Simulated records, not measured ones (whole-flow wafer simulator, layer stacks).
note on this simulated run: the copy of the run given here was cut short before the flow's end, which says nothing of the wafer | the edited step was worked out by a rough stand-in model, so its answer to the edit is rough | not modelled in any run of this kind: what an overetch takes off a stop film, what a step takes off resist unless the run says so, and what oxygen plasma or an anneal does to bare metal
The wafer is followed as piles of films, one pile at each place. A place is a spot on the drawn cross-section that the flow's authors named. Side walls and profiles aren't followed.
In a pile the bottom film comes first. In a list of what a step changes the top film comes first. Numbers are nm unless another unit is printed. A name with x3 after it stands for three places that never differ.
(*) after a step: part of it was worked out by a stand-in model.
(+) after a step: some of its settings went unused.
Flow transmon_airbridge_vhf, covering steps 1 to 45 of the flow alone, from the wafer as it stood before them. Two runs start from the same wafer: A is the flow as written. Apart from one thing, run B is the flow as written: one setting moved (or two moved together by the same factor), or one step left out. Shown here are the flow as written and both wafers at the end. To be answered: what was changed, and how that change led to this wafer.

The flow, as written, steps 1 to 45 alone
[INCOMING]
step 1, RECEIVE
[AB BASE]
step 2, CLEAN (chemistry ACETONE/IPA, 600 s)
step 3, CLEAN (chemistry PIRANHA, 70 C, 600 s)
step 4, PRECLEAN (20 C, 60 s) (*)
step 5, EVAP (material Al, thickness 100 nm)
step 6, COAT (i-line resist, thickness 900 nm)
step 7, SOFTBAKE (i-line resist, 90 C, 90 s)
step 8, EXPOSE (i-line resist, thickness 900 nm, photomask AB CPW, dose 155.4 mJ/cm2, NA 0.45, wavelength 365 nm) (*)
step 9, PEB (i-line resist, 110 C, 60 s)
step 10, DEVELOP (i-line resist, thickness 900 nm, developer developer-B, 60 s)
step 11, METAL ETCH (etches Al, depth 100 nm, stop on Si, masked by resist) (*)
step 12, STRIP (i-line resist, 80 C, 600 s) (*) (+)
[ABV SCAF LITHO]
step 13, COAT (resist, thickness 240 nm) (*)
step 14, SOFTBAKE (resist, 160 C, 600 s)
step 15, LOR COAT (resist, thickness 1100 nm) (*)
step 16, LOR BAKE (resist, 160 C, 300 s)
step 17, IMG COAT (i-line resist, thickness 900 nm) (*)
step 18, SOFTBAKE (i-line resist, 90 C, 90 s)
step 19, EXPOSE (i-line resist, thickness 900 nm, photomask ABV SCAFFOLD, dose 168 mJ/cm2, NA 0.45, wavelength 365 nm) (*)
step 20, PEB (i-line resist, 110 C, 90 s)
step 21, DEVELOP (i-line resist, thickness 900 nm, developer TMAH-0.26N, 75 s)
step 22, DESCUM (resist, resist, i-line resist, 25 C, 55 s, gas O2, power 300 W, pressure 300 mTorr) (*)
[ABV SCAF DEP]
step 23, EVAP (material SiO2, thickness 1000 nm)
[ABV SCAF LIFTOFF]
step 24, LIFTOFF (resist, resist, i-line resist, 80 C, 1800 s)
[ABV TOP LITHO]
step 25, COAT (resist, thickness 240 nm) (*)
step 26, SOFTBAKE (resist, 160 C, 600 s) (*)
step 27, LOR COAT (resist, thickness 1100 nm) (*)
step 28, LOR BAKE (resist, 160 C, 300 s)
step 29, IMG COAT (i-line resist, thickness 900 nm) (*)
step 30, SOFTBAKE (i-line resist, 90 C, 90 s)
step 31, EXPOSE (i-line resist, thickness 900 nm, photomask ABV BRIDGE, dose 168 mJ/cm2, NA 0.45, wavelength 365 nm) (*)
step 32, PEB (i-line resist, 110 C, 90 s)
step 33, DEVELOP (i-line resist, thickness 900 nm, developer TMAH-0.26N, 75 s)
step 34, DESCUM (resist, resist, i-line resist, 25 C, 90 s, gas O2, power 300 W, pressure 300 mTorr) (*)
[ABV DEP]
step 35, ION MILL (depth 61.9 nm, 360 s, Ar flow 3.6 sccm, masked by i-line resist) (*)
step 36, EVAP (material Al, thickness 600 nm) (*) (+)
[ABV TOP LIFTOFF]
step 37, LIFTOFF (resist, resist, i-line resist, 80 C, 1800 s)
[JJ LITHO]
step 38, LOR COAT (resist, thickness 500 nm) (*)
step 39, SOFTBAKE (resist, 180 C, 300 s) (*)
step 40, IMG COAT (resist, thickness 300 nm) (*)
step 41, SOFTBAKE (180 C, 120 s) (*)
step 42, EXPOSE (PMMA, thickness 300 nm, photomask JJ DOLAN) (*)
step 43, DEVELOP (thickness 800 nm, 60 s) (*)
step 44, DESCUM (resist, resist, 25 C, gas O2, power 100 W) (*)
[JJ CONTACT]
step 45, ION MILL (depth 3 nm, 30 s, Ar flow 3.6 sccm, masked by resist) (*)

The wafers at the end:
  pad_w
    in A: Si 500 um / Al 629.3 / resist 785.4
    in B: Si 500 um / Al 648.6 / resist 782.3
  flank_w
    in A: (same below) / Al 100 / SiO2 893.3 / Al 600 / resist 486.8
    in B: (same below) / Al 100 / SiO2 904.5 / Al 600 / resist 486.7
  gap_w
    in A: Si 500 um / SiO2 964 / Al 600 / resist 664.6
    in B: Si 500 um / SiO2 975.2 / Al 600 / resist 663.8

What caused this: step 35, ION MILL: depth 42.7 nm was run, while the flow as written has depth 61.9 nm; step 35, ION MILL: 248 s was run, where the flow has 360 s.

How this came from the change, step by step:
  step 35, ION MILL (depth 61.9 nm, 360 s, Ar flow 3.6 sccm, masked by i-line resist) (*)
      field x3, jj_line, ground_far, trace_open_s x2, margin_s, margin_n: A -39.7 i-line resist | B -27.4 i-line resist
      flank_w, gap_w, cpw_trace, gap_e, flank_e, bridge_strip: A -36 SiO2 | B -24.8 SiO2
      (as well as at 2 more places)
  step 37, LIFTOFF (resist, resist, i-line resist, 80 C, 1800 s)
      field x3, jj_line, trace_open_s x2: A -600 Al (all of it), -600 i-line resist (all of it), -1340 resist (all of it) | B -600 Al (all of it), -612.3 i-line resist (all of it), -1340 resist (all of it)
      margin_s, margin_n: A -600 Al (all of it), -318.3 i-line resist (all of it), -992 resist (all of it) | B -600 Al (all of it), -330.6 i-line resist (all of it), -992 resist (all of it)
